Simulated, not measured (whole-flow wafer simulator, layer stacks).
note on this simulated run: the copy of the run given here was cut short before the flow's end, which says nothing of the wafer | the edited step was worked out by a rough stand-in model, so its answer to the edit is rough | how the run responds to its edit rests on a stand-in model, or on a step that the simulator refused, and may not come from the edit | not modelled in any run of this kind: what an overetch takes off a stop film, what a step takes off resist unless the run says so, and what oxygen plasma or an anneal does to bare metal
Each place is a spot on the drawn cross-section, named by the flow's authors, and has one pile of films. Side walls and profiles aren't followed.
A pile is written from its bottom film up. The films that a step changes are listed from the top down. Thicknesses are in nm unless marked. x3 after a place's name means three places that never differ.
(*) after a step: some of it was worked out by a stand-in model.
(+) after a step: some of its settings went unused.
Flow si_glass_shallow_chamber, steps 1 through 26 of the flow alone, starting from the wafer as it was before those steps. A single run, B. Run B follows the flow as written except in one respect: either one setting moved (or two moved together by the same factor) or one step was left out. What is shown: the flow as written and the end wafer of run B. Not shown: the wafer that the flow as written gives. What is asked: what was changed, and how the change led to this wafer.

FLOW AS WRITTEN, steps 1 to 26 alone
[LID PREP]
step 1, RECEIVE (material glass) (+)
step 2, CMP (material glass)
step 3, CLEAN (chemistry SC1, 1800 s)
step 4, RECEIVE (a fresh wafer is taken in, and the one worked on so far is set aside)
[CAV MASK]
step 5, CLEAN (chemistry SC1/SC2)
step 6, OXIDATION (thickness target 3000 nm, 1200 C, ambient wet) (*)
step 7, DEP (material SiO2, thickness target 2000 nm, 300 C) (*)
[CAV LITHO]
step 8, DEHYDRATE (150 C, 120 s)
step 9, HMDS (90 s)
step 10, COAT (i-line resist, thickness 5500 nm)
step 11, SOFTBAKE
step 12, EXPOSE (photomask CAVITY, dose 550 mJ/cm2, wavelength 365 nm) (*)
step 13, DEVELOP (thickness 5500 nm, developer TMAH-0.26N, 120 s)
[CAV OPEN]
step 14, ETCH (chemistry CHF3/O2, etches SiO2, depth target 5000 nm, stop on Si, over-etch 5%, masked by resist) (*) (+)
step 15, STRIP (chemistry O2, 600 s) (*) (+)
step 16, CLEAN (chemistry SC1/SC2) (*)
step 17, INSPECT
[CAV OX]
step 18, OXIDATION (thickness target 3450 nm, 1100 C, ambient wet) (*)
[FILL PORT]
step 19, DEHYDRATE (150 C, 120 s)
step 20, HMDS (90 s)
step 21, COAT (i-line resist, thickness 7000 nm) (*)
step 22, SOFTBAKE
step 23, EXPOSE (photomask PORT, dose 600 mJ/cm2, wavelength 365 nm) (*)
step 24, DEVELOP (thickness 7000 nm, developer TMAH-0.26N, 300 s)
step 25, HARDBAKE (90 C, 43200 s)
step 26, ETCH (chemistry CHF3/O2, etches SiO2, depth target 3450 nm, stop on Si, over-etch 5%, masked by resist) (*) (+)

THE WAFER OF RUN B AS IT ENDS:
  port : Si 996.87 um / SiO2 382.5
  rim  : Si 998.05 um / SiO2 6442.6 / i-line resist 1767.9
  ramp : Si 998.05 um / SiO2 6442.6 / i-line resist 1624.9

Cause: step 18, OXIDATION: thickness target 4005 nm was run, though the flow has thickness target 3450 nm.

How this came from the change, step by step:
  step 18, OXIDATION (thickness target 3450 nm, 1100 C, ambient wet) (*)
      rim, ramp, septum, ring: SiO2 gains 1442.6, Si loses 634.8 (in the flow as written it would be: SiO2 gains 1109.8, Si loses 488.3)
      cav, port: SiO2 gains 4005 (new film), chemical SiO2 loses 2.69 (all of it), Si loses 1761 (in the flow as written it would be: SiO2 gains 3450 (new film), chemical SiO2 loses 2.69 (all of it), Si loses 1516.8)
  step 22, SOFTBAKE
      rim: i-line resist loses 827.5 (in the flow as written it would be: i-line resist loses 849)
      ramp: i-line resist loses 419.6 (in the flow as written it would be: i-line resist loses 434.5)
      (also at 1 further place)
  step 25, HARDBAKE (90 C, 43200 s)
      rim: i-line resist loses 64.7 (in the flow as written it would be: i-line resist loses 62.5)
      ramp: i-line resist loses 59.6 (in the flow as written it would be: i-line resist loses 57.1)
  step 26, ETCH (chemistry CHF3/O2, etches SiO2, depth target 3450 nm, stop on Si, over-etch 5%, masked by resist) (*) (+)
      port: SiO2 loses 3622.5 (in the flow as written it would be: SiO2 loses 3450 (all of it), Si loses 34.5)
